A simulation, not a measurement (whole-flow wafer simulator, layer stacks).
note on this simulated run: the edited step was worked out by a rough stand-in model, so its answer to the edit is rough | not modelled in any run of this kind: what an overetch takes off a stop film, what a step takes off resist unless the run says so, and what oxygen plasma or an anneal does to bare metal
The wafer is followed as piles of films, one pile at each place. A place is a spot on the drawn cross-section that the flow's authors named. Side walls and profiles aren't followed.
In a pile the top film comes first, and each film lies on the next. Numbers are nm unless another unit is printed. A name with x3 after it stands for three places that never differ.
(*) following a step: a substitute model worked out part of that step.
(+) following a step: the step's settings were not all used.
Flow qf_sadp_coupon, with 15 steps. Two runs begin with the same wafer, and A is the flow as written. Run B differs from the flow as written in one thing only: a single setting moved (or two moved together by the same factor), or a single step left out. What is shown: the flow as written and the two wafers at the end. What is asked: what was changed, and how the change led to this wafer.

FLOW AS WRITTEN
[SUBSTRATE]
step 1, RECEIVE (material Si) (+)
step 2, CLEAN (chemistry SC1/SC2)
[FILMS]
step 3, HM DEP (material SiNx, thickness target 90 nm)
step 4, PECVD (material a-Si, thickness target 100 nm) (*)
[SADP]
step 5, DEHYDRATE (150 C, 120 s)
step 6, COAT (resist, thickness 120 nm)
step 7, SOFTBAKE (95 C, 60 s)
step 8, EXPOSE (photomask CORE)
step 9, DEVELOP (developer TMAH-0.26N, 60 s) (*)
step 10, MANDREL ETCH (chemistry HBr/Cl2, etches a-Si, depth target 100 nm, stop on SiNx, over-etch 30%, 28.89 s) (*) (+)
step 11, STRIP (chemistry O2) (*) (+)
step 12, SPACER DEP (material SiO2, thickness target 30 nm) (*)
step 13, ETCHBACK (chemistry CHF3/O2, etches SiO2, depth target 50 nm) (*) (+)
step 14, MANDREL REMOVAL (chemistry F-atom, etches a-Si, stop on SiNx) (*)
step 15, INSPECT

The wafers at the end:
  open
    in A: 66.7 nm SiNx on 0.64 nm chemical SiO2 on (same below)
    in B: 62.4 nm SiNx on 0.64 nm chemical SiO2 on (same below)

The reason: step 4, PECVD: thickness target 70 nm was run, though the flow has thickness target 100 nm.

How this came from the change, step by step:
  step 4, PECVD (material a-Si, thickness target 100 nm) (*)
      m, open: A +100 a-Si (new film) | B +70 a-Si (new film)
  step 10, MANDREL ETCH (chemistry HBr/Cl2, etches a-Si, depth target 100 nm, stop on SiNx, over-etch 30%, 28.89 s) (*) (+)
      open: A -100 a-Si (all of it), -4.29 SiNx | B -70 a-Si (all of it), -8.57 SiNx
  step 14, MANDREL REMOVAL (chemistry F-atom, etches a-Si, stop on SiNx) (*)
      m: A -95.8 a-Si (all of it) | B -65.8 a-Si (all of it)
